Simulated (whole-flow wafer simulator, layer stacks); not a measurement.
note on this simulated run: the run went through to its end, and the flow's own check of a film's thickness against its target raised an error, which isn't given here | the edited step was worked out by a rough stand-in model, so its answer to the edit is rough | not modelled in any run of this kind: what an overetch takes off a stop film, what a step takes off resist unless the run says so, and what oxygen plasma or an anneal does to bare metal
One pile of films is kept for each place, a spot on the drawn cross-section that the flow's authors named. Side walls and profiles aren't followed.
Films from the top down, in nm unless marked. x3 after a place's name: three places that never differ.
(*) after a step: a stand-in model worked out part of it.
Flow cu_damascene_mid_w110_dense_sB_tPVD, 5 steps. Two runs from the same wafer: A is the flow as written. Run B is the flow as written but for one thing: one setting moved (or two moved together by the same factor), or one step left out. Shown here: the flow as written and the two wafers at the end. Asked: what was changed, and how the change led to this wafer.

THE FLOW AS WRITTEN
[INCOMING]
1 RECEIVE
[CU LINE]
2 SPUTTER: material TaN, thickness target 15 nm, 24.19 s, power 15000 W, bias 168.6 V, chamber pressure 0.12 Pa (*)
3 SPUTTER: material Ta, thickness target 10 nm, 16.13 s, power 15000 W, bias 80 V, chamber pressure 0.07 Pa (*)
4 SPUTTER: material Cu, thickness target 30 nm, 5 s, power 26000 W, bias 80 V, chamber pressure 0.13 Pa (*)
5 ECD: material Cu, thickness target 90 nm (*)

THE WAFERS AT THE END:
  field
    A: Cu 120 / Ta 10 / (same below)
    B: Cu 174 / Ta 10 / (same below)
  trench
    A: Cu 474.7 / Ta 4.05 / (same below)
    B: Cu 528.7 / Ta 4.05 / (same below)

The cause: step 5, ECD: thickness target 144 nm was run, where the flow has thickness target 90 nm.

How the change led to this, step by step:
  5 ECD: material Cu, thickness target 90 nm (*)
      field: A Cu +90 | B Cu +144
      trench: A Cu +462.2 | B Cu +516.2
